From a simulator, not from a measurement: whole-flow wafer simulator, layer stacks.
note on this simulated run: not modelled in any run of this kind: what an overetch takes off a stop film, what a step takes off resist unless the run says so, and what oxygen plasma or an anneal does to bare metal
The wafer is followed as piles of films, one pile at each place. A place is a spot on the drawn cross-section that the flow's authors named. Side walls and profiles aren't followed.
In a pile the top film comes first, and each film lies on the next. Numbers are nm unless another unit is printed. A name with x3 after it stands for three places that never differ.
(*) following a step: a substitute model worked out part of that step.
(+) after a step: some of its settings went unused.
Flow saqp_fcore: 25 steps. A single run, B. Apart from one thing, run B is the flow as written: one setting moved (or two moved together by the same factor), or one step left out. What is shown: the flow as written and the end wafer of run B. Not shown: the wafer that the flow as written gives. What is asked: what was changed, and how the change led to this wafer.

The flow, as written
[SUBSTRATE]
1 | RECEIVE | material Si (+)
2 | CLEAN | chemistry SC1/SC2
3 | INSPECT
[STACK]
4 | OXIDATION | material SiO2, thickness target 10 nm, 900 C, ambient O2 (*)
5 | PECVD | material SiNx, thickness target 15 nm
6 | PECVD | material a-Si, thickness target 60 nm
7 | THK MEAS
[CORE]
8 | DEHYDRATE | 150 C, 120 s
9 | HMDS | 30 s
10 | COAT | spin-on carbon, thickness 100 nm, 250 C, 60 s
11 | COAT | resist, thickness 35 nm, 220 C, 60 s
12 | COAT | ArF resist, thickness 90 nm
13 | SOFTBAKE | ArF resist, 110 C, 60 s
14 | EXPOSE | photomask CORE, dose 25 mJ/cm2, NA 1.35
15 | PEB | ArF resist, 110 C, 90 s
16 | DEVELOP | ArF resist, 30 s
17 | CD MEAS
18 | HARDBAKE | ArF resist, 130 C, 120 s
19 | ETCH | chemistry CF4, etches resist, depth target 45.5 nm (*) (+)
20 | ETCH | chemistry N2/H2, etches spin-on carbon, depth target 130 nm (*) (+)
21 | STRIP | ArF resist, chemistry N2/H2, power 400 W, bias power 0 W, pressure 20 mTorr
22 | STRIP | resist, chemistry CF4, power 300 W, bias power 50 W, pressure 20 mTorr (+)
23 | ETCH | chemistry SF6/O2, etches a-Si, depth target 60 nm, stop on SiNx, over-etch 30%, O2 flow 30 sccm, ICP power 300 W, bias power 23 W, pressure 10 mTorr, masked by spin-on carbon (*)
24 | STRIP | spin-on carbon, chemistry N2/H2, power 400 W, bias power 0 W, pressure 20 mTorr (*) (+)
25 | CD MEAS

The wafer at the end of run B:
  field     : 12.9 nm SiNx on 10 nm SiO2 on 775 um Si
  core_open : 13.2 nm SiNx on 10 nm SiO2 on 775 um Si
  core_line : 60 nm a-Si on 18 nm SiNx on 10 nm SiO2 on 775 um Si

The reason: step 5, PECVD: thickness target 18 nm was run, whereas the flow has thickness target 15 nm.
The wafer itself shows it: core_line has SiNx 18, and step 5 as written asks for 15 nm.

Step by step, how the change led to this:
  5 | PECVD | material SiNx, thickness target 15 nm
      field, core_open, core_line: +18 SiNx (new film) (it would be, as written: +15 SiNx (new film))
